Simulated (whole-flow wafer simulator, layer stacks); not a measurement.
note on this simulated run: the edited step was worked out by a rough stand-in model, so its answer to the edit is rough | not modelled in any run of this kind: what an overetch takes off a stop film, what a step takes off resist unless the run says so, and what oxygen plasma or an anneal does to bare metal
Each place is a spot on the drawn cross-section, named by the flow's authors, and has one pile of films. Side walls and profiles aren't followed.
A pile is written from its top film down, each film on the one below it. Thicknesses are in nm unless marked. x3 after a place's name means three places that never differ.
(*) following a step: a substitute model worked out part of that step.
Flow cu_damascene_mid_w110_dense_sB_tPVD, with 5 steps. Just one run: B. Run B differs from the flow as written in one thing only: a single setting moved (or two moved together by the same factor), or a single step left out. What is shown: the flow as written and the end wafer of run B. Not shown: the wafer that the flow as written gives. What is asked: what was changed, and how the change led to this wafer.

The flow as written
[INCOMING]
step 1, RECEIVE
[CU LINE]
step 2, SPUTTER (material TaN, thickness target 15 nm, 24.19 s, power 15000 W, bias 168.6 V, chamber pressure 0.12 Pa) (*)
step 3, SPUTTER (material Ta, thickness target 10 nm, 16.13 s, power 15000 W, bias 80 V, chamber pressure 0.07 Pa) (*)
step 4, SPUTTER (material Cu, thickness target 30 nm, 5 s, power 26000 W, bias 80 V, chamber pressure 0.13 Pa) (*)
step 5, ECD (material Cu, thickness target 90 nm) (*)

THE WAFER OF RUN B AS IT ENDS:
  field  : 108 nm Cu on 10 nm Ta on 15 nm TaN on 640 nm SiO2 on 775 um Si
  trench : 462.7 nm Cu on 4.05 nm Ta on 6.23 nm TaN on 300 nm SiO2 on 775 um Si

What caused this: step 4, SPUTTER: thickness target 18 nm was run, whereas the flow has thickness target 30 nm; step 4, SPUTTER: 3 s was run, where the flow has 5 s.

The path from the change to this, step by step:
  step 4, SPUTTER (material Cu, thickness target 30 nm, 5 s, power 26000 W, bias 80 V, chamber pressure 0.13 Pa) (*)
      field: Cu gains 18 (new film) (as written it would have been: Cu gains 30 (new film))
      trench: Cu gains 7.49 (new film) (as written it would have been: Cu gains 12.5 (new film))
